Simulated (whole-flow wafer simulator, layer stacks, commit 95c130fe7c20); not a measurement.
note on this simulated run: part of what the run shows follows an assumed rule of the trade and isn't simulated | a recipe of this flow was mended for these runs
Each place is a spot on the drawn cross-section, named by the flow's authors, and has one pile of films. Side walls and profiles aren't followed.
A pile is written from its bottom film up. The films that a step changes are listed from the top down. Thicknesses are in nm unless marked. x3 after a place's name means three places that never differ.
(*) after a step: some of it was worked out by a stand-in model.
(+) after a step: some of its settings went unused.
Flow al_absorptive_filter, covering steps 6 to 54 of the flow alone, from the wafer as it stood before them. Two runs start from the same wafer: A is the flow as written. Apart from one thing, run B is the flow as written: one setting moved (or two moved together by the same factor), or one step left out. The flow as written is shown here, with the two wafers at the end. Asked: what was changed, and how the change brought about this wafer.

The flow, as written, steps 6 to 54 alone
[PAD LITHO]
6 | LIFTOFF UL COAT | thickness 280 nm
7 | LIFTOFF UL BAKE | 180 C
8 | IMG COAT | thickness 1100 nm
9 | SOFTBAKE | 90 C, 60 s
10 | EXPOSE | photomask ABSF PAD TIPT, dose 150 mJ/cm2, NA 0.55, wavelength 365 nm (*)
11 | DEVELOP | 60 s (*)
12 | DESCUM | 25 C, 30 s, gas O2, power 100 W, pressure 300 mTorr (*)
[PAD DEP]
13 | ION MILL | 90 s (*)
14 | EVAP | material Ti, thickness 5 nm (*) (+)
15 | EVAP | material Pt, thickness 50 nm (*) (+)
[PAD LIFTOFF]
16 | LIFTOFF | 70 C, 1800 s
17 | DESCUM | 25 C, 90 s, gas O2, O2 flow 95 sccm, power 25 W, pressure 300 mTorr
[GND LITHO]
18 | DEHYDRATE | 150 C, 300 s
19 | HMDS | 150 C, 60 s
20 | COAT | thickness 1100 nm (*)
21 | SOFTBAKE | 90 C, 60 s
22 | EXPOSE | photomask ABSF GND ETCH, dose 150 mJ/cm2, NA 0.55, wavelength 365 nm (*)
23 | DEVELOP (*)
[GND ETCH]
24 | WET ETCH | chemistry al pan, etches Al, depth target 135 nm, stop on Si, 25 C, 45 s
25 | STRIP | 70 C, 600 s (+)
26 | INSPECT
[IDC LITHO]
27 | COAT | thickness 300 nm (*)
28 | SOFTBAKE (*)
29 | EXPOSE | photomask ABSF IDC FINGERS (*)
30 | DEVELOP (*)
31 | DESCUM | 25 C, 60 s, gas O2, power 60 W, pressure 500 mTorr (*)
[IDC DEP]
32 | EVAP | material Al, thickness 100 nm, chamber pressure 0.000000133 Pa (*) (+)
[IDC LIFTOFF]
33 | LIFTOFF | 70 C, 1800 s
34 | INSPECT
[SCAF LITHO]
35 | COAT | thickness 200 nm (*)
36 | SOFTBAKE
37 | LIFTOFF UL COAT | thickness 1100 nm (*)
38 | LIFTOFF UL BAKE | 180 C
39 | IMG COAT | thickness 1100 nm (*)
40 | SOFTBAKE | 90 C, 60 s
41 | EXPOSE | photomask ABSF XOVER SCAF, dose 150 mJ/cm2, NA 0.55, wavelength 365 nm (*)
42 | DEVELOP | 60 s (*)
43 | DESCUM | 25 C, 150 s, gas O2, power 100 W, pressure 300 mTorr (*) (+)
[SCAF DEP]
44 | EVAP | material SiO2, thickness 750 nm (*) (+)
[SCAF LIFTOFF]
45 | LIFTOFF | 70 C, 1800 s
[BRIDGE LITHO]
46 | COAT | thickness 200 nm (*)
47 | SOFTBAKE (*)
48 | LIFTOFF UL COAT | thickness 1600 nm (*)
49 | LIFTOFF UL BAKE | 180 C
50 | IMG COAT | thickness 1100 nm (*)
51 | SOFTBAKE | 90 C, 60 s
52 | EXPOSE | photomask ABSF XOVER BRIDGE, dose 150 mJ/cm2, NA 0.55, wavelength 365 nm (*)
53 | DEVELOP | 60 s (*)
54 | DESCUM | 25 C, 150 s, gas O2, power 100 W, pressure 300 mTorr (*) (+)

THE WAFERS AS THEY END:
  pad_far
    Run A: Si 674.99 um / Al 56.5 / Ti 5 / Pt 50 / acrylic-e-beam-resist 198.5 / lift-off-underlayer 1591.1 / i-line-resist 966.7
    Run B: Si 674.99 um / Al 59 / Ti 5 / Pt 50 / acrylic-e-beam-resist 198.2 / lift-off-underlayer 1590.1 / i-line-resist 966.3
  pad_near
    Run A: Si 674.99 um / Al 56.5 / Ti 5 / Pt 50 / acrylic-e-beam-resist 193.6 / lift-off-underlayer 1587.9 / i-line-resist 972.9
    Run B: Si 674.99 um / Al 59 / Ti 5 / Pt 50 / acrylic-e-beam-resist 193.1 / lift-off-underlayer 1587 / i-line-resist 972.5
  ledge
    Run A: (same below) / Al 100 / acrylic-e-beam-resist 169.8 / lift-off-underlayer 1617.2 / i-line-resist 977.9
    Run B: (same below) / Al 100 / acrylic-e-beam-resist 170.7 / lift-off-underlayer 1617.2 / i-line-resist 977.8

Cause: step 11, DEVELOP: 52.5 s was run, whereas the flow has 60 s.

The path from the change to this, step by step:
  11 | DEVELOP | 60 s (*)
      pad_far, pad_near: A -1100 i-line-resist (all of it), -280 lift-off-underlayer (all of it), -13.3 Al | B -1100 i-line-resist (all of it), -280 lift-off-underlayer (all of it), -10.8 Al
